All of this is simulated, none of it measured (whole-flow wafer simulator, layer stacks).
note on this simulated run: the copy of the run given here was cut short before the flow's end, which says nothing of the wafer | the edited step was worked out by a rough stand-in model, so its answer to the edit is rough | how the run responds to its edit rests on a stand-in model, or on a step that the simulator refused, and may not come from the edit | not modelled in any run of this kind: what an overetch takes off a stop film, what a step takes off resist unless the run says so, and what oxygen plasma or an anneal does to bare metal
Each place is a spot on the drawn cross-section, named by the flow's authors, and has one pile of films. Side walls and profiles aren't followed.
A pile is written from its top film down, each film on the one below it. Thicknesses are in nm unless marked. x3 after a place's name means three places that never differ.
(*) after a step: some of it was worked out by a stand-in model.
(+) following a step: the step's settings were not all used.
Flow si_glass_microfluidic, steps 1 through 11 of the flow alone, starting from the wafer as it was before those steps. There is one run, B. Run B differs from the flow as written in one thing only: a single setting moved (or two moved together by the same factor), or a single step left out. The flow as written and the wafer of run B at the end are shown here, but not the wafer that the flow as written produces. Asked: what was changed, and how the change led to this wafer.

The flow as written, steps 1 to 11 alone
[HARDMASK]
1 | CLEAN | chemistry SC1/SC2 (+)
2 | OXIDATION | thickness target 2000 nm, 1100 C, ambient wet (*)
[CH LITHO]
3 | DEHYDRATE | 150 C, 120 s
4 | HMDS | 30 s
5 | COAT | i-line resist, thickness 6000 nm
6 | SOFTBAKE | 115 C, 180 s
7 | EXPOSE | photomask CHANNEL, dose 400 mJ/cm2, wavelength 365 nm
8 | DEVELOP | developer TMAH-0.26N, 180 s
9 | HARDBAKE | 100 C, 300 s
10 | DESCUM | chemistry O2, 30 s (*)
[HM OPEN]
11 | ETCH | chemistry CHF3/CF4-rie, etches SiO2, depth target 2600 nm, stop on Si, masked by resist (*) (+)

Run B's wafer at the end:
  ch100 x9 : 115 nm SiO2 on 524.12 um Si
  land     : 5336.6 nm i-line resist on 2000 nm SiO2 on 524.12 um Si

The reason: step 11, ETCH: depth target 1885 nm was run, while the flow as written has depth target 2600 nm.

How this came from the change, step by step:
  11 | ETCH | chemistry CHF3/CF4-rie, etches SiO2, depth target 2600 nm, stop on Si, masked by resist (*) (+)
      ch100 x9: -1885 SiO2 (it would be, as written: -2000 SiO2 (all of it))
      land: -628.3 i-line resist (it would be, as written: -866.7 i-line resist)
